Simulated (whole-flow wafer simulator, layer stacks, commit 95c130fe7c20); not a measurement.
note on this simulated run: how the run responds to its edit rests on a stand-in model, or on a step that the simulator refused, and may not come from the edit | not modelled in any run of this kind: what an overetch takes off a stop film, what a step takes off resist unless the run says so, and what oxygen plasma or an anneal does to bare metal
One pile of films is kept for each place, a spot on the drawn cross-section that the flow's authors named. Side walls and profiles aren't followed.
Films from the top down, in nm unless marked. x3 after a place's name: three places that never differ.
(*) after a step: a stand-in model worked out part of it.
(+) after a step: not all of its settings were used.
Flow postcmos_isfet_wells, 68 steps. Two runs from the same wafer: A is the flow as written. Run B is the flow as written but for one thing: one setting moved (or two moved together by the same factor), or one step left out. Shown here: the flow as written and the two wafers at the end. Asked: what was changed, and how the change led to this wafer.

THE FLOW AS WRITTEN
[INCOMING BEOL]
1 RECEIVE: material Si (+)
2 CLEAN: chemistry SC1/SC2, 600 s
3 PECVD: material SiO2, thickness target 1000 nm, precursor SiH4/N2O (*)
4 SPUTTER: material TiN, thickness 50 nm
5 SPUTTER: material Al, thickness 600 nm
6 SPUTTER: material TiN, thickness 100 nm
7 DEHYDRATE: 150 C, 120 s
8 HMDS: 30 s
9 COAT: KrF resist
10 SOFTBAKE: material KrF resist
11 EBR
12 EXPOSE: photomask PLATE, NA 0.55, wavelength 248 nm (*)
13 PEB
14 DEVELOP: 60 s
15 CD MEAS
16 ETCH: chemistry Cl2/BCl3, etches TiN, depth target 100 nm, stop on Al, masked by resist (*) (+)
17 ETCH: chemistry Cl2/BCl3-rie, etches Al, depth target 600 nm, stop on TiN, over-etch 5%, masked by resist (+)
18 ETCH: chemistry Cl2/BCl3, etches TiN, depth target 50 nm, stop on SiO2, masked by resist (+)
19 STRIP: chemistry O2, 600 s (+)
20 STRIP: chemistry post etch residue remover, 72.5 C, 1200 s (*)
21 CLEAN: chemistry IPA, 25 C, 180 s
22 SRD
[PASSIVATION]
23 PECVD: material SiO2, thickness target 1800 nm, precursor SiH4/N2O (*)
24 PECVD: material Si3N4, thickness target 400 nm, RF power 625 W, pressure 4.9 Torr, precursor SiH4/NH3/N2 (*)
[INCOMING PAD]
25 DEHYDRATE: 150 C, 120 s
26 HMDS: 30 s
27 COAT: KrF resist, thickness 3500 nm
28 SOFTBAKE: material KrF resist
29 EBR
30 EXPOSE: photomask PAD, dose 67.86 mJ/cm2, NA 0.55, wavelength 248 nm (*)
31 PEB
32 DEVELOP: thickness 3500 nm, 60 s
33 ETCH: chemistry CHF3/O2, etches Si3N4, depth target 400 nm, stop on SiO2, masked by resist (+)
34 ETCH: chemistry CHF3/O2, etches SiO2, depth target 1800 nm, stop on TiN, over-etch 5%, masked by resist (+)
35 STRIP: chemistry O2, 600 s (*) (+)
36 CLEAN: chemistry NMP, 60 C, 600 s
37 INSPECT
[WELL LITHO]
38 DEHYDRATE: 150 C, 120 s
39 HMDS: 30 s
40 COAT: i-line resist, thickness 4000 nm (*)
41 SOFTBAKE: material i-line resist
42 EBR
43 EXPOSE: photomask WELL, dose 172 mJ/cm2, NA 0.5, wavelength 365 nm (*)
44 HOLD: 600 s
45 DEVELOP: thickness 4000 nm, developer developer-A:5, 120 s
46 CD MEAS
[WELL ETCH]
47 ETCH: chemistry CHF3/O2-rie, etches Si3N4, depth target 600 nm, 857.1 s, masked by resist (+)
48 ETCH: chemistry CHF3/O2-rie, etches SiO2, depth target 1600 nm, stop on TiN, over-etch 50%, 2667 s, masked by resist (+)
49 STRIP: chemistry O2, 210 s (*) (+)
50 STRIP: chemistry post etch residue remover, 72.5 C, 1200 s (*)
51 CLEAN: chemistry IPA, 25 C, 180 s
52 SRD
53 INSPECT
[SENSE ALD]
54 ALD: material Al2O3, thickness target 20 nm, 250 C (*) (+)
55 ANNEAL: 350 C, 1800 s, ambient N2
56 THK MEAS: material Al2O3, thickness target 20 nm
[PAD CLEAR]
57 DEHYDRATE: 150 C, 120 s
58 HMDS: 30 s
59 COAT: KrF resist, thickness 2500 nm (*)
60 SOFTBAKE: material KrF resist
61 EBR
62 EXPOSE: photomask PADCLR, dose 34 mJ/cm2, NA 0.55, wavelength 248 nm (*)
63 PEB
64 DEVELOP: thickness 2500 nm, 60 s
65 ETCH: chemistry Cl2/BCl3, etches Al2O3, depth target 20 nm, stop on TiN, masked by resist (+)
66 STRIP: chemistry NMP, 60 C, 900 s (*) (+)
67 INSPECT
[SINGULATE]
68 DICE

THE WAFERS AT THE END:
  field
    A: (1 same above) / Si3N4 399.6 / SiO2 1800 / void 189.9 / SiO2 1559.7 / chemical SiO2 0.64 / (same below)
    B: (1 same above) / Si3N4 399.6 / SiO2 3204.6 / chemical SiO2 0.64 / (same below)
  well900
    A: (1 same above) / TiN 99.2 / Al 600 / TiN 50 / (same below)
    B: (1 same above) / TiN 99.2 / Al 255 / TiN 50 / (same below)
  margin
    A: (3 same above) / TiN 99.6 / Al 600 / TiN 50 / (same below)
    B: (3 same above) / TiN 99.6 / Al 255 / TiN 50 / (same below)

The cause: step 5, SPUTTER: thickness 255 nm was run, where the flow has thickness 600 nm.
It can be read off the wafer: well900 has Al 255, and step 5 as written asks for 600 nm.

How the change led to this, step by step:
  5 SPUTTER: material Al, thickness 600 nm
      field, margin, well900, well1300 x3, pad_rim, pad_clr, pad_open: A Al +600 (new film) | B Al +255 (new film)
  17 ETCH: chemistry Cl2/BCl3-rie, etches Al, depth target 600 nm, stop on TiN, over-etch 5%, masked by resist (+)
      margin, well900, well1300 x3, pad_rim, pad_clr, pad_open: A KrF resist -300 | B KrF resist -133.9
      field: A Al -600 (all of it) | B Al -255 (all of it)
  19 STRIP: chemistry O2, 600 s (+)
      margin, well900, well1300 x3, pad_rim, pad_clr, pad_open: A KrF resist -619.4 (all of it) | B KrF resist -785.5 (all of it)
  23 PECVD: material SiO2, thickness target 1800 nm, precursor SiH4/N2O (*)
      field: A SiO2 +1800 (new film), void +189.9 (new film), SiO2 +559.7 | B SiO2 +2204.6
